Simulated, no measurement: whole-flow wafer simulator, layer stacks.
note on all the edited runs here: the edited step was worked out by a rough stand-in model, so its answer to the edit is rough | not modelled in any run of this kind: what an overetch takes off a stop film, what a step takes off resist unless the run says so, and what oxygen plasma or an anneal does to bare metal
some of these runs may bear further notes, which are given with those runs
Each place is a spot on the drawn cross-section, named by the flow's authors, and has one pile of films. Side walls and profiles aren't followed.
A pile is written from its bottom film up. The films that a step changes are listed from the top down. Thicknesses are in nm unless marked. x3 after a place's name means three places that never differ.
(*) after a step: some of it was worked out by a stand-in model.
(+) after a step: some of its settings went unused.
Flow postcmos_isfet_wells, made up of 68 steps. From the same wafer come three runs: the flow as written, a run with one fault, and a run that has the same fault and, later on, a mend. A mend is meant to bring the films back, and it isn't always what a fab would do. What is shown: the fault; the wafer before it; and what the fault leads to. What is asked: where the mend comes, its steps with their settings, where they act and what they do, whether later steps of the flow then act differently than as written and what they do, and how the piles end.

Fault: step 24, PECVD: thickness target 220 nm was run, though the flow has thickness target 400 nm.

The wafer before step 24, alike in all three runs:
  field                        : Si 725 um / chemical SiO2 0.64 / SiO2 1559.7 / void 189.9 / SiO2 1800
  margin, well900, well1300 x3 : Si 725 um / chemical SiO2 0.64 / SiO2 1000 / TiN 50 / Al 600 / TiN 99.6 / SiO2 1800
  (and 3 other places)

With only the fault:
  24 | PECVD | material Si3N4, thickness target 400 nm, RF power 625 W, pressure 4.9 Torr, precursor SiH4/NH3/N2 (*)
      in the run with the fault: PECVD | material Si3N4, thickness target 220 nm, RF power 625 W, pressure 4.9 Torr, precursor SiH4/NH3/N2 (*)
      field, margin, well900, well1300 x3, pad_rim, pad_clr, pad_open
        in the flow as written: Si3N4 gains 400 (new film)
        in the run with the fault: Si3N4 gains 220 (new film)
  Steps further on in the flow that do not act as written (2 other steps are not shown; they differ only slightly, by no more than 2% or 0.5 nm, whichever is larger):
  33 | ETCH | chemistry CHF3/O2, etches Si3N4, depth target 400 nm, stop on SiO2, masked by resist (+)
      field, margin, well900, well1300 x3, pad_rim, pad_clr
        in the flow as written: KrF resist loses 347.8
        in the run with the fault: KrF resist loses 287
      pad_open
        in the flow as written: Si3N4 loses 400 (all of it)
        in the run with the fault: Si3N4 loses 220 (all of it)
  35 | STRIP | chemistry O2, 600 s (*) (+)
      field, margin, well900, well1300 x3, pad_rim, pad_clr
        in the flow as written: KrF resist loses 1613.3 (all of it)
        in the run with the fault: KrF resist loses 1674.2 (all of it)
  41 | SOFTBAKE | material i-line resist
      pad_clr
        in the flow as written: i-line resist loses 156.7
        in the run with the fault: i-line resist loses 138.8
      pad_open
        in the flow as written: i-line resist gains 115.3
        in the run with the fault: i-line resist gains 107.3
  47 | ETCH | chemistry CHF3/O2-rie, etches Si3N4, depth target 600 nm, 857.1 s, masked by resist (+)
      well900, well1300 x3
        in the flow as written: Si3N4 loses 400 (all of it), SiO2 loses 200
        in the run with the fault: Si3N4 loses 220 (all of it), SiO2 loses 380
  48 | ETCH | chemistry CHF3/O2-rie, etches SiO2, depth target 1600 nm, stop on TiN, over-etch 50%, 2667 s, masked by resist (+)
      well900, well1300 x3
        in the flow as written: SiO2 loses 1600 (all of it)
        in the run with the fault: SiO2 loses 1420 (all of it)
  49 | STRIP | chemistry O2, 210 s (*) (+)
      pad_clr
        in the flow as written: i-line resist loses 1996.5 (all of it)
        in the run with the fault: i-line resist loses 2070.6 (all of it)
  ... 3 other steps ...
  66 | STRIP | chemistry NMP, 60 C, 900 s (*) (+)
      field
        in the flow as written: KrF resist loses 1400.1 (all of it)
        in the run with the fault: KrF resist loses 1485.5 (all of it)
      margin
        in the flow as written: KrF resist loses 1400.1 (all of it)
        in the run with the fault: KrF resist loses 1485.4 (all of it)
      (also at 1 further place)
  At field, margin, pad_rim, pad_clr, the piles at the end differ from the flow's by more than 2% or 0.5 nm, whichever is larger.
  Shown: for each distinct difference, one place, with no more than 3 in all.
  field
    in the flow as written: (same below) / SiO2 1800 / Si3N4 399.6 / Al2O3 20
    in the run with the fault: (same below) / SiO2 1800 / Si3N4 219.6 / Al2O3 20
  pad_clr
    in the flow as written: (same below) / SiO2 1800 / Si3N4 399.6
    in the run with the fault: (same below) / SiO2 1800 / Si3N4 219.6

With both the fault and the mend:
  The mend follows step 32.
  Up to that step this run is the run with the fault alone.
  32a | STRIP | chemistry O2, 600 s (*) (+)
      field, margin, well900, well1300 x3, pad_rim, pad_clr
        KrF resist loses 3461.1 (all of it)
  32b | PECVD | material Si3N4, thickness target 180 nm, RF power 625 W, pressure 4.9 Torr, precursor SiH4/NH3/N2 (*) (the flow's step 24, run once more with other settings)
      field, margin, well900, well1300 x3, pad_rim, pad_clr, pad_open
        Si3N4 gains 180
  32c | HMDS | 30 s (the flow's step 26, run once more)
      leaves every film unchanged at each place that is followed
  32d | COAT | KrF resist, thickness 3500 nm (the flow's step 27, run once more)
      field, margin, well900, well1300 x3, pad_rim, pad_clr, pad_open
        KrF resist gains 3500 (new film)
  32e | SOFTBAKE | material KrF resist (the flow's step 28, run once more)
      leaves every film unchanged at each place that is followed
  32f | EBR (the flow's step 29, run once more)
      leaves every film unchanged at each place that is followed
  32g | EXPOSE | photomask PAD, dose 67.86 mJ/cm2, NA 0.55, wavelength 248 nm (*) (the flow's step 30, run once more)
      leaves every film unchanged at each place that is followed
  32h | PEB (the flow's step 31, run once more)
      field, margin, well900, well1300 x3, pad_rim, pad_clr, pad_open
        KrF resist loses 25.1
  32i | DEVELOP | thickness 3500 nm, 60 s (the flow's step 32, run once more)
      field, margin, well900, well1300 x3, pad_rim, pad_clr
        KrF resist loses 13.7
      pad_open
        KrF resist loses 3474.9 (all of it)
  Every later step of the flow that is run acts as written at every place that is followed.
  By the end, the piles equal the flow's at every place that both follow.
